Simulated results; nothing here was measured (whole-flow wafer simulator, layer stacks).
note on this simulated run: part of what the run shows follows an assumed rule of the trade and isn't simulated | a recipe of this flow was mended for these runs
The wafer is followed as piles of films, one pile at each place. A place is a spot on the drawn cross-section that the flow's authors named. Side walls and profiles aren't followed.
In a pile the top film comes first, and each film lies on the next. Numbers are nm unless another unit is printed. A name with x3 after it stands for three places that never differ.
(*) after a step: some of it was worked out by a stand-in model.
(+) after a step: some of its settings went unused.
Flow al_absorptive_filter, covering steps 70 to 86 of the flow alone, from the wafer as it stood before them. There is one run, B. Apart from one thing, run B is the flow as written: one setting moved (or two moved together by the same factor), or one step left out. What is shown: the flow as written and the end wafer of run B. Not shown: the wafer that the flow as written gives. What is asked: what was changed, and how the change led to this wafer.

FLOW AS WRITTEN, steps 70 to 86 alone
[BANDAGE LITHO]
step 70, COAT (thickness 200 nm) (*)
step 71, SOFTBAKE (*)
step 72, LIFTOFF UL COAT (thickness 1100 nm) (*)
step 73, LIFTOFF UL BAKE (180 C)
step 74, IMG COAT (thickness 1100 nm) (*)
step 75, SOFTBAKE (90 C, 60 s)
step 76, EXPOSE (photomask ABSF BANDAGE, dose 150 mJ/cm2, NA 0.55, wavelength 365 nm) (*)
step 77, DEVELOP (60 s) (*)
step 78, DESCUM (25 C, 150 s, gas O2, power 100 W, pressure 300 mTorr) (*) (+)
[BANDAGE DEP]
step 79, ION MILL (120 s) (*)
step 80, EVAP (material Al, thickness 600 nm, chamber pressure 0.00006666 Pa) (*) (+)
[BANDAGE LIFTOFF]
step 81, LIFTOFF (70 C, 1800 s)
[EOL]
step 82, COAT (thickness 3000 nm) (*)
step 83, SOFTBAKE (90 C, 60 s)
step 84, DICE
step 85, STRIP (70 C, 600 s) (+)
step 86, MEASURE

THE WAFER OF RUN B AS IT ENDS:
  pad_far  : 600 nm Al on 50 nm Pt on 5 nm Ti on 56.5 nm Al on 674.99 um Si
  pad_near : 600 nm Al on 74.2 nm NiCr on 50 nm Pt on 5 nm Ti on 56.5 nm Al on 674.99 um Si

Cause: step 79, ION MILL: 120 s (*), was not run.

The path from the change to this, step by step:
  step 81, LIFTOFF (70 C, 1800 s)
      xa_strip: Al loses 600 (all of it), i-line-resist loses 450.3 (all of it), lift-off-underlayer loses 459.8 (all of it), acrylic-e-beam-resist loses 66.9 (all of it) (in the flow as written it would be: Al loses 600 (all of it), i-line-resist loses 439.6 (all of it), lift-off-underlayer loses 459.8 (all of it), acrylic-e-beam-resist loses 66.9 (all of it))
  step 83, SOFTBAKE (90 C, 60 s)
      pad_far: i-line-resist loses 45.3 (in the flow as written it would be: i-line-resist loses 44.2)
      pad_near: i-line-resist loses 42 (in the flow as written it would be: i-line-resist loses 41.1)
